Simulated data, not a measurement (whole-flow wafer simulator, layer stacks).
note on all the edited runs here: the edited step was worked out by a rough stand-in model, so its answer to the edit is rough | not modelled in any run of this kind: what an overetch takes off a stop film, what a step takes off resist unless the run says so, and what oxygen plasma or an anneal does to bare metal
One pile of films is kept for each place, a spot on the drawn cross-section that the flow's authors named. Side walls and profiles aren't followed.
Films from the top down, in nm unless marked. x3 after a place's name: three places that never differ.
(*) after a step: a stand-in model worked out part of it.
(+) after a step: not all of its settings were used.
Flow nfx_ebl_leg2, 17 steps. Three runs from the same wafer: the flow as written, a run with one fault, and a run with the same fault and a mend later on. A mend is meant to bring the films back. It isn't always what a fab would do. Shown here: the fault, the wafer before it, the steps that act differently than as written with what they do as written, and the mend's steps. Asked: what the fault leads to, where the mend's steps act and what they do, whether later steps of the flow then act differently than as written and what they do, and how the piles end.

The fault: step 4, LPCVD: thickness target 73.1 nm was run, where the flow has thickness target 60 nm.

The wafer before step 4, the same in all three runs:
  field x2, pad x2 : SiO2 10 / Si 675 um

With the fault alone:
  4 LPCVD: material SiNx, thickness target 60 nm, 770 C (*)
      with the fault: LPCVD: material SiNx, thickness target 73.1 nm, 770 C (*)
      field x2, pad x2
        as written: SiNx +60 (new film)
        with the fault: SiNx +73.1 (new film)
  Later steps of the flow that act differently than as written:
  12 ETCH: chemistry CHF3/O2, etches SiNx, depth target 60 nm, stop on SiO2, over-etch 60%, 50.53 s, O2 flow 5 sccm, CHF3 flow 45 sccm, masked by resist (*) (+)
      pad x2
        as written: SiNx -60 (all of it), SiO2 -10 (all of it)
        with the fault: SiNx -73.1 (all of it), SiO2 -10 (all of it)
  At the end the piles differ from the flow's by more than 2% or 0.5 nm, whichever is larger, at field x2.
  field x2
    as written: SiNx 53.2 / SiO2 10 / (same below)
    with the fault: SiNx 66.3 / SiO2 10 / (same below)

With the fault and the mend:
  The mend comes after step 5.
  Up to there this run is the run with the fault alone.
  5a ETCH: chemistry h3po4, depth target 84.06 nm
      field x2, pad x2
        SiNx -73.1 (all of it)
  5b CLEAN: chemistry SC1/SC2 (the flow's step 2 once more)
      changes no film at any place that is followed
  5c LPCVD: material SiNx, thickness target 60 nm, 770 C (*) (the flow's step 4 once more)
      field x2, pad x2
        SiNx +60 (new film)
  No later step of the flow acts differently than as written at any place that is followed.
  At the end the piles are the same as the flow's at every place that both follow.
